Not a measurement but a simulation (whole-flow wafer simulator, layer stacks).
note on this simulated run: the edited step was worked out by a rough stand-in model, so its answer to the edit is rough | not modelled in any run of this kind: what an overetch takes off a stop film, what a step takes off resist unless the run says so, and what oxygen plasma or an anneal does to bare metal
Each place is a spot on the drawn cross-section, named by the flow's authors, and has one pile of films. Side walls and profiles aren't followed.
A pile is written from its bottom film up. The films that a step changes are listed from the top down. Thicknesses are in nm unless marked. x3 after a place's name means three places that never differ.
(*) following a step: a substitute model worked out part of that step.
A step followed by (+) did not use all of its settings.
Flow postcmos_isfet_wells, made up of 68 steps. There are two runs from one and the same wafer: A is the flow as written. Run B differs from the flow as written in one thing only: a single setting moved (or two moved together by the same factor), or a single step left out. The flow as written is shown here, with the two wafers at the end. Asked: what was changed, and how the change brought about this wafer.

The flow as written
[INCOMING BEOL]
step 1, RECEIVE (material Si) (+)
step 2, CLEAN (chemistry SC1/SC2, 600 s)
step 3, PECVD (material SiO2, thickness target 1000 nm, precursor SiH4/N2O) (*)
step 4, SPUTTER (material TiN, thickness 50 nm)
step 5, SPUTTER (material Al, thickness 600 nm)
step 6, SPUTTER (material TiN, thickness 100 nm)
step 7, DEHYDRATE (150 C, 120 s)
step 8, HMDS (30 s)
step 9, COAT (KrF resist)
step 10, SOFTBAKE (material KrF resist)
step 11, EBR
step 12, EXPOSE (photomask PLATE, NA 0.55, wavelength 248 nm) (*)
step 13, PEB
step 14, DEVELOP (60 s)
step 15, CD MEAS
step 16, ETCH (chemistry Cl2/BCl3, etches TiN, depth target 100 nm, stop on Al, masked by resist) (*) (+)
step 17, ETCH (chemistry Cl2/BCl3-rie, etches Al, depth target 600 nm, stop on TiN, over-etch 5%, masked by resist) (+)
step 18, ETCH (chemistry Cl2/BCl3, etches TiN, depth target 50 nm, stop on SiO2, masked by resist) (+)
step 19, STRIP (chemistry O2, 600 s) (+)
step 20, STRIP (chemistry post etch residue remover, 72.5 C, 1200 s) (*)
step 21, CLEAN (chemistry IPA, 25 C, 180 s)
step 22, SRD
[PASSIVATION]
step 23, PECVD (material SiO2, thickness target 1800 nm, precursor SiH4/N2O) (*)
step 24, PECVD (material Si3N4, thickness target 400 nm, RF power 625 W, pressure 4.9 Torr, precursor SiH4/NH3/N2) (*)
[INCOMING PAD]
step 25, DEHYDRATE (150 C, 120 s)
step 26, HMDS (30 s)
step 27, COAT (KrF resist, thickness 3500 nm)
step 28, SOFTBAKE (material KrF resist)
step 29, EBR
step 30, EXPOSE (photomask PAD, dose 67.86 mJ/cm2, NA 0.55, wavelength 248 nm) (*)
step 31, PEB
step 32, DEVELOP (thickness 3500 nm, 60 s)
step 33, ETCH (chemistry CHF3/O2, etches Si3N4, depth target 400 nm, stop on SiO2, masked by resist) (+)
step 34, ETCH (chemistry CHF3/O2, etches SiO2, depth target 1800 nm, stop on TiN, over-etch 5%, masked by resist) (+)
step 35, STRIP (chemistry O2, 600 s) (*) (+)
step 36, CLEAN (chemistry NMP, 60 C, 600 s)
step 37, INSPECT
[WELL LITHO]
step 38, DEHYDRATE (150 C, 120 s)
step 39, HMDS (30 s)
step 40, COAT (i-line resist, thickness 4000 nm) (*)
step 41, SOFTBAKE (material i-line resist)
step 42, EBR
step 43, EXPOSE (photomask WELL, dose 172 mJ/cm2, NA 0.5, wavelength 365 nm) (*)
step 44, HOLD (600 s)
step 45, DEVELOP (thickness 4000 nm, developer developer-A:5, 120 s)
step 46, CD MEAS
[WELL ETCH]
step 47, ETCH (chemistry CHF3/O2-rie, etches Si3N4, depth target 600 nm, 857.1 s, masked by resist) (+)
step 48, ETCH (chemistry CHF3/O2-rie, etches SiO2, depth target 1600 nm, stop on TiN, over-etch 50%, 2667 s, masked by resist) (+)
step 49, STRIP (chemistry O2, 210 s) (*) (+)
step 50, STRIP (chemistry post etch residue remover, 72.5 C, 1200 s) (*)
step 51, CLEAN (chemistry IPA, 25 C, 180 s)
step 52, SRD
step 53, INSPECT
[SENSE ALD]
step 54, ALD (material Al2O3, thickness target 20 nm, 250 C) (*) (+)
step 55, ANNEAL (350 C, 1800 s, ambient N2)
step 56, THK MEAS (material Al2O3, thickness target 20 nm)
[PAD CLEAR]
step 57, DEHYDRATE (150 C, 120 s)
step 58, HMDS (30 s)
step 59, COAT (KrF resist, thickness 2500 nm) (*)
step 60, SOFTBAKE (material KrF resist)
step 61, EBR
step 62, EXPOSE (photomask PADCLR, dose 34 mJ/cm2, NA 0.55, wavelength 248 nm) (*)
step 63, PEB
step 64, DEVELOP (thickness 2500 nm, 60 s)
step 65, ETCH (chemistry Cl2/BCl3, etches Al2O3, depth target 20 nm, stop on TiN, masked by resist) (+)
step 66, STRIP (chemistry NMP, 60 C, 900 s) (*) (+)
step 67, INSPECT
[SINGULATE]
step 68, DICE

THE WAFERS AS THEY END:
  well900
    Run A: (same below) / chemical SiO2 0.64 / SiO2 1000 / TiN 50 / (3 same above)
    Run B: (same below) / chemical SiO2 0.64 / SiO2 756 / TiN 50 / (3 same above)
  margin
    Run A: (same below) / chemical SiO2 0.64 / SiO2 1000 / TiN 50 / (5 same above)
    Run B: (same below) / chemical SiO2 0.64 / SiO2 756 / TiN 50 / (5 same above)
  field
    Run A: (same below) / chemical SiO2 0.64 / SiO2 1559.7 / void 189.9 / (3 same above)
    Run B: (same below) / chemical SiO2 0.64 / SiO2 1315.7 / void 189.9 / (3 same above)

The reason: step 3, PECVD: thickness target 756 nm was run, though the flow has thickness target 1000 nm.
The wafer lets one read it off: well900 has SiO2 756, and step 3 as written asks for 1000 nm.

The path from the change to this, step by step:
  step 3, PECVD (material SiO2, thickness target 1000 nm, precursor SiH4/N2O) (*)
      field, margin, well900, well1300 x3, pad_rim, pad_clr, pad_open: A +1000 SiO2 (new film) | B +756 SiO2 (new film)
